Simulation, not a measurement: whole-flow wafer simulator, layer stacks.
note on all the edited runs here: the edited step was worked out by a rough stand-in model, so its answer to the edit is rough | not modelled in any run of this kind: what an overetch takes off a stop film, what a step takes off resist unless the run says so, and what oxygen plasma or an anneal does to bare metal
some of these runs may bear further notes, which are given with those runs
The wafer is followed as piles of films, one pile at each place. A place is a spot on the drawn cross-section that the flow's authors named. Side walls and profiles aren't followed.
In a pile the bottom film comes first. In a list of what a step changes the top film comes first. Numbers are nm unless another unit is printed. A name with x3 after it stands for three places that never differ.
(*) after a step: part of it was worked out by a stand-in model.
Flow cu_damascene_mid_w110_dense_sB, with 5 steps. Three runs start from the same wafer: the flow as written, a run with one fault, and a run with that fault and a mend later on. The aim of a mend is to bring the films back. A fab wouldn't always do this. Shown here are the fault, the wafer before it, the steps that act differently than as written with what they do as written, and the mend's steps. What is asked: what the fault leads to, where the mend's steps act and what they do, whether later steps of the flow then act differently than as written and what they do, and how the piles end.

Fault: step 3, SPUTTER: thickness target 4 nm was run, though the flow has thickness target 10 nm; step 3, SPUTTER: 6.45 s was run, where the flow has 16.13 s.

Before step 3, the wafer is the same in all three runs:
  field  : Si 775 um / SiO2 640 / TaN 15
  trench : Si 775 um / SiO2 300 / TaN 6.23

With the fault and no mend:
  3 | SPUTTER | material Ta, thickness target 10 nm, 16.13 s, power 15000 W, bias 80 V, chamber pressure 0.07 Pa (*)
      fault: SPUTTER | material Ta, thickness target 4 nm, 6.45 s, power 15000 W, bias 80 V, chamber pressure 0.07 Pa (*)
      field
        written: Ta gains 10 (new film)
        fault: Ta gains 4 (new film)
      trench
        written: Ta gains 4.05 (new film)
        fault: Ta gains 1.62 (new film)
  None of the later steps of the flow differs from how it acts as written, at any place that is followed, by more than 2% or 0.5 nm, whichever is larger.
  By the end, the piles at field, trench depart from the flow's by more than 2% or 0.5 nm, whichever is larger.
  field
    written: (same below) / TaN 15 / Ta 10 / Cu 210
    fault: (same below) / TaN 15 / Ta 4 / Cu 210
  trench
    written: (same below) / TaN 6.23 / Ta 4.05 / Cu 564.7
    fault: (same below) / TaN 6.23 / Ta 1.62 / Cu 561.2

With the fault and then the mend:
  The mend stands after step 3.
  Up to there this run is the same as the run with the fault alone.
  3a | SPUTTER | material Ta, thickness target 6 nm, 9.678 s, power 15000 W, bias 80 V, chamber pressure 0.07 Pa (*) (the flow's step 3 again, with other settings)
      field
        Ta gains 6
      trench
        Ta gains 2.39
  None of the later steps of the flow acts differently than as written at any place that is followed.
  The piles end only slightly different from the flow's at the places that both follow, by no more than 2% or 0.5 nm, whichever is larger.
